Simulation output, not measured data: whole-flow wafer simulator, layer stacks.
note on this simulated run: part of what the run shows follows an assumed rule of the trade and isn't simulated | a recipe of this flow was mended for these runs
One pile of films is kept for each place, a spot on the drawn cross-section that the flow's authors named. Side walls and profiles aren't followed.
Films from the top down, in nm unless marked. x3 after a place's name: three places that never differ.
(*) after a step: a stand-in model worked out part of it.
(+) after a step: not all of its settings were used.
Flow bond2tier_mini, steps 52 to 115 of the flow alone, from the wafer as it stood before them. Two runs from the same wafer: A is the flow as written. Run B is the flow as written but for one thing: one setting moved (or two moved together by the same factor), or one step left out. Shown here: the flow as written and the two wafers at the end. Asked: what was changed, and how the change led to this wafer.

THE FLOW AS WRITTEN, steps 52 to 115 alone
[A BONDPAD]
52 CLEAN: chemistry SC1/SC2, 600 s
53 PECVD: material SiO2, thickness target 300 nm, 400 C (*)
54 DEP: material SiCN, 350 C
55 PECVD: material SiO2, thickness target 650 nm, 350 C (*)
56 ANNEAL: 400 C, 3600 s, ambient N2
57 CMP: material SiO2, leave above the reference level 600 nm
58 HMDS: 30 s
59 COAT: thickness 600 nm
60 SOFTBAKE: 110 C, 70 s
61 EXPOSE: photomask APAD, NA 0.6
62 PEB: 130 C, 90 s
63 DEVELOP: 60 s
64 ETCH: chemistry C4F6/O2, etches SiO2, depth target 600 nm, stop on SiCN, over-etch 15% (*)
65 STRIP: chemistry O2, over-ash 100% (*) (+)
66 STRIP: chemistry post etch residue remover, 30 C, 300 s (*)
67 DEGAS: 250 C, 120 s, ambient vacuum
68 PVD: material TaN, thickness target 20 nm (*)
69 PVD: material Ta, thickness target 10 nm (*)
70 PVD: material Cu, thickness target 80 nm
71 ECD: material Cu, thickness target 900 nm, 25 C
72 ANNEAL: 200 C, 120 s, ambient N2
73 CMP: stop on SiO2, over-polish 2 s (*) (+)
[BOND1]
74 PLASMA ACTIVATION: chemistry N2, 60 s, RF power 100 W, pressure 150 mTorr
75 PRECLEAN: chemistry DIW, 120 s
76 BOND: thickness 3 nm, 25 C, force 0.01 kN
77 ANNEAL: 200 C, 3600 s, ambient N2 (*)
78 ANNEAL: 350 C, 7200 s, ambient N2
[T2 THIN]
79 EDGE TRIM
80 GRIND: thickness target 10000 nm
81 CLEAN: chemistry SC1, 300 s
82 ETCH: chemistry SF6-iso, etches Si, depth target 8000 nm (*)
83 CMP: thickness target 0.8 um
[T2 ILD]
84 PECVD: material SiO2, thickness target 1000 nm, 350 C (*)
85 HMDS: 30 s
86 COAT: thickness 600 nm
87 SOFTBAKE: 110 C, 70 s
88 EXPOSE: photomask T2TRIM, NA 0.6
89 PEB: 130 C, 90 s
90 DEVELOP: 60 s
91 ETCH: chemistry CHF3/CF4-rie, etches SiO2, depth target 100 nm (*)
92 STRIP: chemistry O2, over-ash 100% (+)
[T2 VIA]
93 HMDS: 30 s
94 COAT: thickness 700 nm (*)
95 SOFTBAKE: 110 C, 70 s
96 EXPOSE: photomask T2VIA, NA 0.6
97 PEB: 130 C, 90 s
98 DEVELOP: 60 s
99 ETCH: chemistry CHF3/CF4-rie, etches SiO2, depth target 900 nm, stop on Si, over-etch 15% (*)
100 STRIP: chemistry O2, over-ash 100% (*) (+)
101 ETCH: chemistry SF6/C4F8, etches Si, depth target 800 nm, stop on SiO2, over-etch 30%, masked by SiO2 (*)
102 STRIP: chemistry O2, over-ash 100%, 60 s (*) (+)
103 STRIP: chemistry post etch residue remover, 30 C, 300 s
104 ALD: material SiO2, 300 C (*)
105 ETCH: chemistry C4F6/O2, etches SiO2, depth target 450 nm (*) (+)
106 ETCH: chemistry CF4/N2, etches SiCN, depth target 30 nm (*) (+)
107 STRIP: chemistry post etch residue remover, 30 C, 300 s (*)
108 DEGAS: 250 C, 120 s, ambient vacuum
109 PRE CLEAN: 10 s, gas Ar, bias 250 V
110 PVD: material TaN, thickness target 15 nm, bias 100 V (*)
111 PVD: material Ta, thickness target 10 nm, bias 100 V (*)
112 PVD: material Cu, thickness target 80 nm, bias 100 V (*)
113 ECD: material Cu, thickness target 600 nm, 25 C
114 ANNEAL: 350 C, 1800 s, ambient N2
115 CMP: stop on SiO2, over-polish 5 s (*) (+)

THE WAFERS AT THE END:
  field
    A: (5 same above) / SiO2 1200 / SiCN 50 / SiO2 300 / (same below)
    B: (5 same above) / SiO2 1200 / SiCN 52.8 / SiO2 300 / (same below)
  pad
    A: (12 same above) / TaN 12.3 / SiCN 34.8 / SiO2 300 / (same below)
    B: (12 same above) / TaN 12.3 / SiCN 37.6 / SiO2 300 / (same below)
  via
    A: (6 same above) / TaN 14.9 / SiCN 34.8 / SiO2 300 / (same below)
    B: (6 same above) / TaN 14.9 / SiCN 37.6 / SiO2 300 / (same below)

The cause: step 54, DEP: 337 C was run, where the flow has 350 C.

How the change led to this, step by step:
  54 DEP: material SiCN, 350 C
      field, pad, via: A SiCN +50 (new film) | B SiCN +52.8 (new film)
